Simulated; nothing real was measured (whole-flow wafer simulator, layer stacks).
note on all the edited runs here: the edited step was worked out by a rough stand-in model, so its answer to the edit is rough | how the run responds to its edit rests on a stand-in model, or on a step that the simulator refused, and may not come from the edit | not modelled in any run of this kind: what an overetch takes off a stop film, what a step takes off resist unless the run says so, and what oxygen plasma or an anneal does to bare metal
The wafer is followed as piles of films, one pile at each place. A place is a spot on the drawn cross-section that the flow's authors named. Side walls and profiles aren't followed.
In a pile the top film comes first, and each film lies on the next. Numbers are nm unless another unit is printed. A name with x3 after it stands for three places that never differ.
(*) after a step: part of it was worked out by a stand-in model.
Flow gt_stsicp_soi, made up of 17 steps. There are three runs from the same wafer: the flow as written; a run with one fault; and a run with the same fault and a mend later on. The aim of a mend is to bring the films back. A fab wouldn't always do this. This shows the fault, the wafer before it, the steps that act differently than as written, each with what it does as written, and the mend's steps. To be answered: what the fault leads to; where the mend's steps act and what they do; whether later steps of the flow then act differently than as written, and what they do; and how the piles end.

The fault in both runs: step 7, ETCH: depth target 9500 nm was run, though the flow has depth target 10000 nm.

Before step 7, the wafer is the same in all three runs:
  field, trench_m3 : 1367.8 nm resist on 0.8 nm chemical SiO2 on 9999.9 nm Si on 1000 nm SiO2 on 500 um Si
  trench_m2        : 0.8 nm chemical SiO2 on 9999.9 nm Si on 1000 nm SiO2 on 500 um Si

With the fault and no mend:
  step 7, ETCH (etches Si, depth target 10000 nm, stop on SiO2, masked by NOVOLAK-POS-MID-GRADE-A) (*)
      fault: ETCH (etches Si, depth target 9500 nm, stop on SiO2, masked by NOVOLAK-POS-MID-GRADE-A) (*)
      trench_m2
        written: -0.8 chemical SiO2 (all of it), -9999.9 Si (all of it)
        fault: -0.8 chemical SiO2 (all of it), -9500 Si
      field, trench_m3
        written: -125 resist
        fault: -118.8 resist
  Steps further on in the flow that do not act as written (1 other step is not shown; it differs only slightly, by no more than 2% or 0.5 nm, whichever is larger):
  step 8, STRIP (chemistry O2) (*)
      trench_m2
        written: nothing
        fault: +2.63 chemical SiO2 (new film), -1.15 Si
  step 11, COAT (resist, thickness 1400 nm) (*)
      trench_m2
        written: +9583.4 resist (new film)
        fault: +9190 resist (new film)
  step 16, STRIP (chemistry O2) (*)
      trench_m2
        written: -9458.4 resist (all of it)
        fault: -9065 resist (all of it), +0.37 chemical SiO2, -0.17 Si
  By the end, the piles at trench_m2 depart from the flow's by more than 2% or 0.5 nm, whichever is larger.
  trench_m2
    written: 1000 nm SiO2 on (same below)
    fault: 3 nm chemical SiO2 on 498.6 nm Si on 1000 nm SiO2 on (same below)

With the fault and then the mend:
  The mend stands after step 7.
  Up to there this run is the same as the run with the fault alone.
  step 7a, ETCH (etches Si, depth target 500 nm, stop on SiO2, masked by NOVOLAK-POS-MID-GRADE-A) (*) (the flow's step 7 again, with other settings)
      field, trench_m3
        -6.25 resist
      trench_m2
        -499.9 Si (all of it)
  Every later step of the flow that is run acts as written at every place that is followed.
  At every place that both follow, the piles at the end match the flow's.
